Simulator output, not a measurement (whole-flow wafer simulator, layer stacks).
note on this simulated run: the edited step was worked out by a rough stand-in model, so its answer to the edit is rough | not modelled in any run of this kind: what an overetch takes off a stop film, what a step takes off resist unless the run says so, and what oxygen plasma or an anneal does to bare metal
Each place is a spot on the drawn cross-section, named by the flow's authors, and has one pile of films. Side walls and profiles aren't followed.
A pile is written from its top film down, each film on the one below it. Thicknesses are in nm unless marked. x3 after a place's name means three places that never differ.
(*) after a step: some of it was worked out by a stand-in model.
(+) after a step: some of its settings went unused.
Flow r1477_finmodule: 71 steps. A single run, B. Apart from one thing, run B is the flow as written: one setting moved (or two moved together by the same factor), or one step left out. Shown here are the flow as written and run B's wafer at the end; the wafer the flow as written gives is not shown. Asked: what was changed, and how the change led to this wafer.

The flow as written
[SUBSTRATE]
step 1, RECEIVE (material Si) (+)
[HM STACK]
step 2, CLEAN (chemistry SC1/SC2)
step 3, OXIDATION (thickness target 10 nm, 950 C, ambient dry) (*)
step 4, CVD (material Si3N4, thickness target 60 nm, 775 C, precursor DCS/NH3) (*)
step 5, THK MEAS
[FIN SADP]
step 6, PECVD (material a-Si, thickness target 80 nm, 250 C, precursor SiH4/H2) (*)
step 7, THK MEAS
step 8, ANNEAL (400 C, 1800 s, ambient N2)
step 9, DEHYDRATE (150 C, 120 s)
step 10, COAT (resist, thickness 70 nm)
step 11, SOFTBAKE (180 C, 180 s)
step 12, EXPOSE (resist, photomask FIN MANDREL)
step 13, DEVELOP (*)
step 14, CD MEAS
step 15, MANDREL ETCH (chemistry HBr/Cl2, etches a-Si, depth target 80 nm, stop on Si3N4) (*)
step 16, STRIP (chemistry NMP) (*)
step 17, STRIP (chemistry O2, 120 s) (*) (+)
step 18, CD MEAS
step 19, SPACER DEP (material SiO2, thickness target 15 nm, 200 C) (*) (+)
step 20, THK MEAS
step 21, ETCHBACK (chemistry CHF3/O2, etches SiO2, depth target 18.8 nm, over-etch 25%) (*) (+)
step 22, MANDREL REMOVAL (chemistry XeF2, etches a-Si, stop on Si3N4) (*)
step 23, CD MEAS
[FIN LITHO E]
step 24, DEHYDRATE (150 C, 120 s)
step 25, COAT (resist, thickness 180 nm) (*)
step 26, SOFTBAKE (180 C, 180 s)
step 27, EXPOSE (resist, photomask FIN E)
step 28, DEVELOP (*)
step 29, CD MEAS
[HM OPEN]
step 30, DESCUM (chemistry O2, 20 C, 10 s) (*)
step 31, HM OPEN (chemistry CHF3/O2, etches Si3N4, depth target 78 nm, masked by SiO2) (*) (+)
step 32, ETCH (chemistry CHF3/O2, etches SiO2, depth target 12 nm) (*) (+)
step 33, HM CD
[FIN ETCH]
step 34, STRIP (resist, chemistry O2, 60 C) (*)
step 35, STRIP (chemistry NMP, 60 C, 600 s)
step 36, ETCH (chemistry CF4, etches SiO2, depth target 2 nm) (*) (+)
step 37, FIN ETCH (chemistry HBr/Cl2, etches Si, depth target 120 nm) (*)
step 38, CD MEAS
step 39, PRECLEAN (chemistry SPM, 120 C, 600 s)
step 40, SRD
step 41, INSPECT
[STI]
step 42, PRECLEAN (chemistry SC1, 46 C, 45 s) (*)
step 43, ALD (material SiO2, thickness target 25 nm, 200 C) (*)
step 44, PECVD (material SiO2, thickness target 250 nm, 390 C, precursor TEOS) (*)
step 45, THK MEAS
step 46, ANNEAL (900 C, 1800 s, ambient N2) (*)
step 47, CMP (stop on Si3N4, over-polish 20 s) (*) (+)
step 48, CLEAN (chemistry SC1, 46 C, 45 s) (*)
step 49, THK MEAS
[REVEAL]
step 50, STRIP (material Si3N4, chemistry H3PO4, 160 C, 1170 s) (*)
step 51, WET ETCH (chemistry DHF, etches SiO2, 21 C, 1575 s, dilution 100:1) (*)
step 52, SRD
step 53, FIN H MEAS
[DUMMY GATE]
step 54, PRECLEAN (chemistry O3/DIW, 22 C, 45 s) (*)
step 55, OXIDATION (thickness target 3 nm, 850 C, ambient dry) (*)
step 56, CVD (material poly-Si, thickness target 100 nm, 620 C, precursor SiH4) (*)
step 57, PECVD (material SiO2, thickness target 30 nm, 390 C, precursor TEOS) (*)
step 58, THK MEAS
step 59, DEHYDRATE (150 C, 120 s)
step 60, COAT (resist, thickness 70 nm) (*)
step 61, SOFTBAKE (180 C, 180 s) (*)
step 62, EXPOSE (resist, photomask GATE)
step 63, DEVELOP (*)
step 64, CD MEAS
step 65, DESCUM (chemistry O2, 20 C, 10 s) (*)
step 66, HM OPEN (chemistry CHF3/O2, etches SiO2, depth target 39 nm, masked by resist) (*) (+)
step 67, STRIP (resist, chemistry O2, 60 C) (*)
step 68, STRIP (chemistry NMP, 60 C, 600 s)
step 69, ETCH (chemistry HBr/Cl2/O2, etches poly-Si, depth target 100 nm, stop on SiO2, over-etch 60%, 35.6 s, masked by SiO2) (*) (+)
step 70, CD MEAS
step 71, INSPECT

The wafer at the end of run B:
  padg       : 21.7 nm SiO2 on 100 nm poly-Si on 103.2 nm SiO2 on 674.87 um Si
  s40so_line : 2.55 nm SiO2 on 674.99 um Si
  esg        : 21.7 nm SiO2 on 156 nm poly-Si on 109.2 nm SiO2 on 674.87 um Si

What caused this: step 57, PECVD: thickness target 27 nm was run, though the flow has thickness target 30 nm.

Step by step, how the change led to this:
  step 57, PECVD (material SiO2, thickness target 30 nm, 390 C, precursor TEOS) (*)
      pad, padg, elg and 33 more: SiO2 gains 27 (new film) (in the flow as written it would be: SiO2 gains 30 (new film))
  step 66, HM OPEN (chemistry CHF3/O2, etches SiO2, depth target 39 nm, masked by resist) (*) (+)
      pad, elo, eso and 15 more: SiO2 loses 27 (all of it), poly-Si loses 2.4 (in the flow as written it would be: SiO2 loses 30 (all of it), poly-Si loses 1.8)
